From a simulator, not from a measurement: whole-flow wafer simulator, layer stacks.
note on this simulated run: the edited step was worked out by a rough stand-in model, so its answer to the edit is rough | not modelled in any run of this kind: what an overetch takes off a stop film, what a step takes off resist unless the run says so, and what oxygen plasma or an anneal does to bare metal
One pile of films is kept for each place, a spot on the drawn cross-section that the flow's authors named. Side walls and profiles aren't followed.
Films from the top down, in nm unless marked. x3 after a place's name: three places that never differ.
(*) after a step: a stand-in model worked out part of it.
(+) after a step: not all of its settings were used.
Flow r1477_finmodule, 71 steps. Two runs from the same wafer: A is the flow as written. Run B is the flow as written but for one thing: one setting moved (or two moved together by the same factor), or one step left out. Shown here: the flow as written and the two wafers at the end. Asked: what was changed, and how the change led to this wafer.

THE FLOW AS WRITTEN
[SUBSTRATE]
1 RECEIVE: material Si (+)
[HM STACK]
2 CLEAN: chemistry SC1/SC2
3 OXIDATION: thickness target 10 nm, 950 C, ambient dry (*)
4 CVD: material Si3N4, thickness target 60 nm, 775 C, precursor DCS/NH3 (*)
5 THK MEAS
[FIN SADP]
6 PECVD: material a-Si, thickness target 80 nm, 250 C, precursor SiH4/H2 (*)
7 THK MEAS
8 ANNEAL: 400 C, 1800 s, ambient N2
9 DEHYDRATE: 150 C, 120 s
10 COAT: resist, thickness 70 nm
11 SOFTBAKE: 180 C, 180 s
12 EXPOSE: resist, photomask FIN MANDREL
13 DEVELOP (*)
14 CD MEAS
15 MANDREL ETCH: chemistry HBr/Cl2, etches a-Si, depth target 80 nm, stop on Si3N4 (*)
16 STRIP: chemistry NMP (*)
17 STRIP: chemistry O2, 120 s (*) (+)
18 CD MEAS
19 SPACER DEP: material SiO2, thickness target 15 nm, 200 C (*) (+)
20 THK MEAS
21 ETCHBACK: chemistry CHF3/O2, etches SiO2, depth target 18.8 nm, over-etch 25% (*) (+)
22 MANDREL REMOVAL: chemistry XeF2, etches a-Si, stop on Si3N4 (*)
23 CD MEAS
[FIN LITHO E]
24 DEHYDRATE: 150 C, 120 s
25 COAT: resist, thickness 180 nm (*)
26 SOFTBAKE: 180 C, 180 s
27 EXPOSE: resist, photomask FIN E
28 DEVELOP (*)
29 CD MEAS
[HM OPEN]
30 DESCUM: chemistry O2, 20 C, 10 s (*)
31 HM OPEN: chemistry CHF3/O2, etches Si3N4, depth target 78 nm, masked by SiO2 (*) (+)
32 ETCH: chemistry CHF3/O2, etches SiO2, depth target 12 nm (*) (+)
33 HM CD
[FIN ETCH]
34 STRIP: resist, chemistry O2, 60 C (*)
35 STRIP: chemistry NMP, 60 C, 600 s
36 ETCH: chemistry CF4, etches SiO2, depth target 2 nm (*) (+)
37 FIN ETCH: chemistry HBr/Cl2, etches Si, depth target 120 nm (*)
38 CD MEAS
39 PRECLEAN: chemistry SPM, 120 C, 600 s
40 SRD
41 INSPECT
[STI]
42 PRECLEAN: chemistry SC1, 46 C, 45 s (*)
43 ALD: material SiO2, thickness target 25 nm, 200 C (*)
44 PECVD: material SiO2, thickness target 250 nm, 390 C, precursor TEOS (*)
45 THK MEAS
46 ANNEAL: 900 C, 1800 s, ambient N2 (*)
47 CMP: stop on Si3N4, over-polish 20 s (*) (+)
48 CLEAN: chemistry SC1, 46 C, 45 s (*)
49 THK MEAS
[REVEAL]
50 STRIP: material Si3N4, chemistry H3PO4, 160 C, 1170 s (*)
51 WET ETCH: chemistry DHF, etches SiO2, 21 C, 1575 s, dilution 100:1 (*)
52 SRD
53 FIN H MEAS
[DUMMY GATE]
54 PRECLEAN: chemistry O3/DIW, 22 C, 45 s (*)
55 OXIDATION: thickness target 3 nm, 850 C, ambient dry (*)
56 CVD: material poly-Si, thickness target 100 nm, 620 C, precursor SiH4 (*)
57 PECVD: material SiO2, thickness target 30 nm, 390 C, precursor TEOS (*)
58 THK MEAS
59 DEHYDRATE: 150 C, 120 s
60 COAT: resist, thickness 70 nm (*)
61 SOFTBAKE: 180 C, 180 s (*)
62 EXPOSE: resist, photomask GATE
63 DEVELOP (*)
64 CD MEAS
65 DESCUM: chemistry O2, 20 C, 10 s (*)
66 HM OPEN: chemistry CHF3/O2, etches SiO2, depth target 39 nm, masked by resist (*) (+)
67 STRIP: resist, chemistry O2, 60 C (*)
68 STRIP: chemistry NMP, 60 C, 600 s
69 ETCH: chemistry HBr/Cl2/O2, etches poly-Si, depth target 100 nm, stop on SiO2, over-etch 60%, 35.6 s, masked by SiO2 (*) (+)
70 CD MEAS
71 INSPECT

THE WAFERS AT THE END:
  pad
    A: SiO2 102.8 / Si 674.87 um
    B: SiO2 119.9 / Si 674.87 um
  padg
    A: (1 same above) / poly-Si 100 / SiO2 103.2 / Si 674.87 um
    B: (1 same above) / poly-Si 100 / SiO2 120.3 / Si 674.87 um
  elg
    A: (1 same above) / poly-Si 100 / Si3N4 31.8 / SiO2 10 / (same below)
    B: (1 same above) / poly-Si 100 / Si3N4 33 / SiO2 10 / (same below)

The cause: step 51, WET ETCH: 1260 s was run, where the flow has 1575 s.

How the change led to this, step by step:
  51 WET ETCH: chemistry DHF, etches SiO2, 21 C, 1575 s, dilution 100:1 (*)
      pad, padg, e40sg and 12 more: A SiO2 -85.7 | B SiO2 -68.6
      elg, e40lg, e100lg, e200lg, elo, e40lo, e100lo, e200lo: A SiO2 -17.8 (all of it), Si3N4 -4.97 | B SiO2 -17.8 (all of it), Si3N4 -3.69
      (and at 7 more places)
  56 CVD: material poly-Si, thickness target 100 nm, 620 C, precursor SiH4 (*)
      s40cg, s40co: A poly-Si +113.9 (new film) | B poly-Si +100 (new film)
      s45cg, s45co: A poly-Si +113.4 (new film) | B poly-Si +100 (new film)
      (and at 3 more places)
  60 COAT: resist, thickness 70 nm (*)
      e40sg, eso, e40so: A resist +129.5 (new film) | B resist +114.4 (new film)
      e100sg, e100so: A resist +129.4 (new film) | B resist +114.4 (new film)
      (and at 14 more places)
  63 DEVELOP (*)
      eso, e40so: A resist -129.5 (all of it) | B resist -114.4 (all of it)
      e100so: A resist -129.4 (all of it) | B resist -114.4 (all of it)
      (and at 7 more places)
  67 STRIP: resist, chemistry O2, 60 C (*)
      e40lg, e100lg, e200lg: A resist -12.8 (all of it) | B resist -13.6 (all of it)
      e40sg: A resist -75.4 (all of it) | B resist -60.3 (all of it)
      (and at 10 more places)
  69 ETCH: chemistry HBr/Cl2/O2, etches poly-Si, depth target 100 nm, stop on SiO2, over-etch 60%, 35.6 s, masked by SiO2 (*) (+)
      s40co: A chemical SiO2 -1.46 (all of it), poly-Si -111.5 (all of it), SiO2 -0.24 | B chemical SiO2 -1.38 (all of it), poly-Si -97.6 (all of it), SiO2 -0.42
      s45co: A chemical SiO2 -1.46 (all of it), poly-Si -110.9 (all of it), SiO2 -0.25 | B chemical SiO2 -1.38 (all of it), poly-Si -97.6 (all of it), SiO2 -0.42
      (and at 1 more place)
